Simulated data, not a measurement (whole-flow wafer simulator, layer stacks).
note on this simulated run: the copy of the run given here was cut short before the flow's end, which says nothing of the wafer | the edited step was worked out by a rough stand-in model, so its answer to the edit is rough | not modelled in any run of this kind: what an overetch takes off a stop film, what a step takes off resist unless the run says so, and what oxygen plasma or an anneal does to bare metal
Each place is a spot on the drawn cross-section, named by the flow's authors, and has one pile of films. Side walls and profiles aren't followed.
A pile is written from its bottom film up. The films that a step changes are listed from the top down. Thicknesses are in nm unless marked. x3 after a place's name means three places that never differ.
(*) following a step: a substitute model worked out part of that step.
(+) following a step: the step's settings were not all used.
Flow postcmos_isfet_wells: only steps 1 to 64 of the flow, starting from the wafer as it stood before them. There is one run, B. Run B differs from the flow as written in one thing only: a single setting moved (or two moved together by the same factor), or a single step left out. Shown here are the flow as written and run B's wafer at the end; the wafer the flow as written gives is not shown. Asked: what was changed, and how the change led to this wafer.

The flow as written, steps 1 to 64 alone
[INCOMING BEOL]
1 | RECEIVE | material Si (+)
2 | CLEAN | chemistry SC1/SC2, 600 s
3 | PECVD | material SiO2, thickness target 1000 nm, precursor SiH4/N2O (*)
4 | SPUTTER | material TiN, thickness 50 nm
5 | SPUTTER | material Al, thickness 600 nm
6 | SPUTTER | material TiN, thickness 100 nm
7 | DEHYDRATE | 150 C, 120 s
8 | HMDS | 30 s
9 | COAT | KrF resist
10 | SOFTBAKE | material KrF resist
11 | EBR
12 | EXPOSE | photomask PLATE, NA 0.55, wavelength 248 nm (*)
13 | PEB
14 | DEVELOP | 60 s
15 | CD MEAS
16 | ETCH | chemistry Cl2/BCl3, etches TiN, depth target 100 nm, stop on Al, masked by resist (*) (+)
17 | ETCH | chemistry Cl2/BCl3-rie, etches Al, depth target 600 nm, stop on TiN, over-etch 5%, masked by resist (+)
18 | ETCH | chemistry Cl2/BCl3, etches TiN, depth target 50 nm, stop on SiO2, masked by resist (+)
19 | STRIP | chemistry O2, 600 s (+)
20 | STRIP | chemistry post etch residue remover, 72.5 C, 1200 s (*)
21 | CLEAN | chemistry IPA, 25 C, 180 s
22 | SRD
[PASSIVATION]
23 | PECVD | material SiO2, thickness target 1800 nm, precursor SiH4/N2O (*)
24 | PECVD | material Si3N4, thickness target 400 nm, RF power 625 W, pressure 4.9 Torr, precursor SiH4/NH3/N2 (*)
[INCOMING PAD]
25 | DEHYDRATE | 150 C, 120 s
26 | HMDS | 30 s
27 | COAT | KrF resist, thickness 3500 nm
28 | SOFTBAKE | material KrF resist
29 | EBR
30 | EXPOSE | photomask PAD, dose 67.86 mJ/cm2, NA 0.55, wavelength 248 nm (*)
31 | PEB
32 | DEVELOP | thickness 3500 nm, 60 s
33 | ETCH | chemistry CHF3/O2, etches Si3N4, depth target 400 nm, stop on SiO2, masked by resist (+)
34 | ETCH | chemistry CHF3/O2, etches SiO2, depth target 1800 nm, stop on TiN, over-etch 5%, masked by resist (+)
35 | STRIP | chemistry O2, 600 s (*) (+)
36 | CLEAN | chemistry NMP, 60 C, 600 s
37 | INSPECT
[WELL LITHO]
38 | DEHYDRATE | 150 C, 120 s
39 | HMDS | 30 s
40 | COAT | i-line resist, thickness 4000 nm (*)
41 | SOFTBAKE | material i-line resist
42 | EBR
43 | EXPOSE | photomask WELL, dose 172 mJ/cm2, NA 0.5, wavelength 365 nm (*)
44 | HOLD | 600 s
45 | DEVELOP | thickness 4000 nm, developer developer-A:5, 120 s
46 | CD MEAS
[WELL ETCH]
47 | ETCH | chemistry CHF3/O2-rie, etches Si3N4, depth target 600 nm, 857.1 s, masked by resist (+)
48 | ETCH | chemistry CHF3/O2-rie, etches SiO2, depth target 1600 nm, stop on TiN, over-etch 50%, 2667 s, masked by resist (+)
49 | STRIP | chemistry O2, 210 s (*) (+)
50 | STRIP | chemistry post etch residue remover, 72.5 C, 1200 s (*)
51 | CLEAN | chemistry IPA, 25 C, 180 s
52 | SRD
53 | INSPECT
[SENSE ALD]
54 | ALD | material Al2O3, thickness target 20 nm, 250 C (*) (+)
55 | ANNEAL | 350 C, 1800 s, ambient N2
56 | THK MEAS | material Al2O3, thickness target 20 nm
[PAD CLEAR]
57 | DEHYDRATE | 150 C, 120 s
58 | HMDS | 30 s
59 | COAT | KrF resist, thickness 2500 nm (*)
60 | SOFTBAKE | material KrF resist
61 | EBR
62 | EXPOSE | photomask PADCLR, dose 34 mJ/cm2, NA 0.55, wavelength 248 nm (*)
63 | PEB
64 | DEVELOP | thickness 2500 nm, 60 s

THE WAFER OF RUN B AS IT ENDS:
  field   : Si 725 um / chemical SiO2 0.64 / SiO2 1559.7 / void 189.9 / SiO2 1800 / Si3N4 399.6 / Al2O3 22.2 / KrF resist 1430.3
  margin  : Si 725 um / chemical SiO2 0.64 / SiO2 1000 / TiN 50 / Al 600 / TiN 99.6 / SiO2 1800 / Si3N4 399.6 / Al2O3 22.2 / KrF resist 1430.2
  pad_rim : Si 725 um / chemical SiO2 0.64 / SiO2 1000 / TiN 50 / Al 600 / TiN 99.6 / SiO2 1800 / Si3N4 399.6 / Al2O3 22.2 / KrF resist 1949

The reason: step 54, ALD: thickness target 22.2 nm was run, whereas the flow has thickness target 20 nm.
The wafer lets one read it off: field has Al2O3 22.2, and step 54 as written asks for 20 nm.

The path from the change to this, step by step:
  54 | ALD | material Al2O3, thickness target 20 nm, 250 C (*) (+)
      field, margin, well900, well1300 x3, pad_rim, pad_clr, pad_open: Al2O3 gains 22.2 (new film) (as written it would have been: Al2O3 gains 20 (new film))
